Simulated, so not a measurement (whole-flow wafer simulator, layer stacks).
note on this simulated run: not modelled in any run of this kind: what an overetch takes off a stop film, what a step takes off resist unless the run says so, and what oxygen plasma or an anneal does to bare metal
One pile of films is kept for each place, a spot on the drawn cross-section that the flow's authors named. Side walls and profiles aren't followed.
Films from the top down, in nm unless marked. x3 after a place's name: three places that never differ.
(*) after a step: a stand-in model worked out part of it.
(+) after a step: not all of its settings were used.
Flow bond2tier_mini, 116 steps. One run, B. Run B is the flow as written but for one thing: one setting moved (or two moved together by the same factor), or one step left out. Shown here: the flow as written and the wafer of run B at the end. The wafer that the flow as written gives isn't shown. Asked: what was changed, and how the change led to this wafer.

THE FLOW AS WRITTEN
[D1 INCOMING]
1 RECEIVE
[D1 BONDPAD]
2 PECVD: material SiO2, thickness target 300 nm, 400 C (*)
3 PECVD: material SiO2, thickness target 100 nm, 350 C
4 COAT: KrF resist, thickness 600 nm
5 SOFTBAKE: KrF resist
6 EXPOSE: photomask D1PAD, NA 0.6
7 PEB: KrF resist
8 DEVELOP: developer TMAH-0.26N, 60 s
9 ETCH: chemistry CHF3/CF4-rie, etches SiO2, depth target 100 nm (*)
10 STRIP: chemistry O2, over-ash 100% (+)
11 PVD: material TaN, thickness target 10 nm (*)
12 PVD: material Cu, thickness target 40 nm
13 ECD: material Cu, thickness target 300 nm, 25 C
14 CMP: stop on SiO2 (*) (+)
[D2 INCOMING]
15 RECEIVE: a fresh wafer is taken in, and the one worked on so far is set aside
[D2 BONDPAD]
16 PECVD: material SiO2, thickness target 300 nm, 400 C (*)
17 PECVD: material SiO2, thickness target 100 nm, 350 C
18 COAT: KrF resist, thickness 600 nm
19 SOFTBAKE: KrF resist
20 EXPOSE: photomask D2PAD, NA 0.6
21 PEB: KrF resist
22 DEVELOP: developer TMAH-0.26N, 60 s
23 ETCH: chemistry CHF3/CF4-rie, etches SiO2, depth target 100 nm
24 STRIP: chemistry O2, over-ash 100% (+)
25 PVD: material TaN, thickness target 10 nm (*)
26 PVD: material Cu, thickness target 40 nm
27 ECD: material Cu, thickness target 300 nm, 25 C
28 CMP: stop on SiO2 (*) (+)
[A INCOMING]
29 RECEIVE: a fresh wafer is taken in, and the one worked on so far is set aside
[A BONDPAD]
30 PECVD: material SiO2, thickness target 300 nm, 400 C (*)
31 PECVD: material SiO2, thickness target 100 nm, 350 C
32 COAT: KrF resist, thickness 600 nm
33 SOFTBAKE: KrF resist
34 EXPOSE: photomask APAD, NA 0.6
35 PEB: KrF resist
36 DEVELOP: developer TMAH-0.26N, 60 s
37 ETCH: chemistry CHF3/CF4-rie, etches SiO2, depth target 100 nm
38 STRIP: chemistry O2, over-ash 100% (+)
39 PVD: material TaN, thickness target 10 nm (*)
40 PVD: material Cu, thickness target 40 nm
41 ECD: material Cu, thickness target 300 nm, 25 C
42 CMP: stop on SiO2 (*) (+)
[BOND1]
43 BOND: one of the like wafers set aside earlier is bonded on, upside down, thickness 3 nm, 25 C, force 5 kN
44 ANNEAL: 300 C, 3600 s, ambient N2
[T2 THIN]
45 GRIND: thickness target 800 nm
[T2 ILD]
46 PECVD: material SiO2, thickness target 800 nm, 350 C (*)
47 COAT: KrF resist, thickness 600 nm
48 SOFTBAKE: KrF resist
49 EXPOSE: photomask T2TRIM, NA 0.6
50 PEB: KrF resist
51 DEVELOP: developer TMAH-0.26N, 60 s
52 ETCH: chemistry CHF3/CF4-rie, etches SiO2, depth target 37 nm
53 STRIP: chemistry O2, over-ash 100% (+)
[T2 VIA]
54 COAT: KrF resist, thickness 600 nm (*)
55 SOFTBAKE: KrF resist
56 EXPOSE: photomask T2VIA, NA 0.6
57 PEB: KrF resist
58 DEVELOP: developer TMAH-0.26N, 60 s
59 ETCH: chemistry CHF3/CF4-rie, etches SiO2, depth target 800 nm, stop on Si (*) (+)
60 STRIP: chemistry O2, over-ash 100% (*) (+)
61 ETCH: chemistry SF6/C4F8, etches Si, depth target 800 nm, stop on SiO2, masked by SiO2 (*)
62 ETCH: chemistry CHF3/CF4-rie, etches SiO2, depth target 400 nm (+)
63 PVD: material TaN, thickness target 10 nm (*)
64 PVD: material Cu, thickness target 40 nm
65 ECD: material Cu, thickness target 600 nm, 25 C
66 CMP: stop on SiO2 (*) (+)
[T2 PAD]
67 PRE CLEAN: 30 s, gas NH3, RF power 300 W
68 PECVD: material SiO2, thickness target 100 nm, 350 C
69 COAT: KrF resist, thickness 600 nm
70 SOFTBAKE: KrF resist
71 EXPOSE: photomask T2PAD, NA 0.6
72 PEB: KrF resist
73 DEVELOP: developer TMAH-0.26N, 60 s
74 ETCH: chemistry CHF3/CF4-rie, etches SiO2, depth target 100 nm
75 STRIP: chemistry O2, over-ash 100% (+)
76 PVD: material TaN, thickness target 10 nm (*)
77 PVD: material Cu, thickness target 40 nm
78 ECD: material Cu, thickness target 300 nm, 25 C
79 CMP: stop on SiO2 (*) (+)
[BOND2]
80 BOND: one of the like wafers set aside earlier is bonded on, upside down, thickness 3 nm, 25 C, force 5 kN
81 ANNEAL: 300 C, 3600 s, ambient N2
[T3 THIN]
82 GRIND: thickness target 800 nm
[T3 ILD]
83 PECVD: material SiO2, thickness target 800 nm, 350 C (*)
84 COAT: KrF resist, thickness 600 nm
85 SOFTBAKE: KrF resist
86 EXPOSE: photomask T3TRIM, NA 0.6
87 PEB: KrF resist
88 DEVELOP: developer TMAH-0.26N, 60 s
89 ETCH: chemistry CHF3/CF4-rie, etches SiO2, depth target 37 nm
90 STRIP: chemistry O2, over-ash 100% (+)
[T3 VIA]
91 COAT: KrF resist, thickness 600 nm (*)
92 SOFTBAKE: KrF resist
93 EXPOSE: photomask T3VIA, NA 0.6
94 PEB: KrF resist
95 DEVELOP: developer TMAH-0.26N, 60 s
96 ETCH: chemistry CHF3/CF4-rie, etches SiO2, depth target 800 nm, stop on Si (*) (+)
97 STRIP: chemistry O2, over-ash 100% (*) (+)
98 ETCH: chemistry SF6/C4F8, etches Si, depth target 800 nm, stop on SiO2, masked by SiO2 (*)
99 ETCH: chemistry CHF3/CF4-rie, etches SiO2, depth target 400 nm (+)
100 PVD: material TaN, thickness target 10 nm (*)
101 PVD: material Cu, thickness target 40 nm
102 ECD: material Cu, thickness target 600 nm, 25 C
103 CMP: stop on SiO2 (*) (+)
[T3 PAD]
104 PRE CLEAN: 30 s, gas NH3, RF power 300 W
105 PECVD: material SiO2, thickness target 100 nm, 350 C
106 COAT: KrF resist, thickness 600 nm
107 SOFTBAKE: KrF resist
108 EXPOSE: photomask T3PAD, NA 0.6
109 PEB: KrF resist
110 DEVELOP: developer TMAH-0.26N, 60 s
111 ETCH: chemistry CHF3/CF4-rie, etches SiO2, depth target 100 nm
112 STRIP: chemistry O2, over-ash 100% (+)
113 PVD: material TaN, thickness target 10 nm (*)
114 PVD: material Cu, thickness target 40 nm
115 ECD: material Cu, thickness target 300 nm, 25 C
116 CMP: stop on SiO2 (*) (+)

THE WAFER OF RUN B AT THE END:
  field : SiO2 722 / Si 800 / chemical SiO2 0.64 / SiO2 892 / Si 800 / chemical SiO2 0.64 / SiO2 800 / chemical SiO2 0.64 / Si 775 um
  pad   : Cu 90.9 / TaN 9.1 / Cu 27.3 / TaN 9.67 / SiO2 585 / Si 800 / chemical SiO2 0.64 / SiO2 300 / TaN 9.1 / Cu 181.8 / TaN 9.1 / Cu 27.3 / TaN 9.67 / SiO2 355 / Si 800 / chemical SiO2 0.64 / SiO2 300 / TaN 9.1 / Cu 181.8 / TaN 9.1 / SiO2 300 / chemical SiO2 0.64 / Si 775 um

The cause: step 99, ETCH: depth target 170 nm was run, where the flow has depth target 400 nm.

How the change led to this, step by step:
  99 ETCH: chemistry CHF3/CF4-rie, etches SiO2, depth target 400 nm (+)
      field, pad: SiO2 -170 (as written it would be: SiO2 -400)
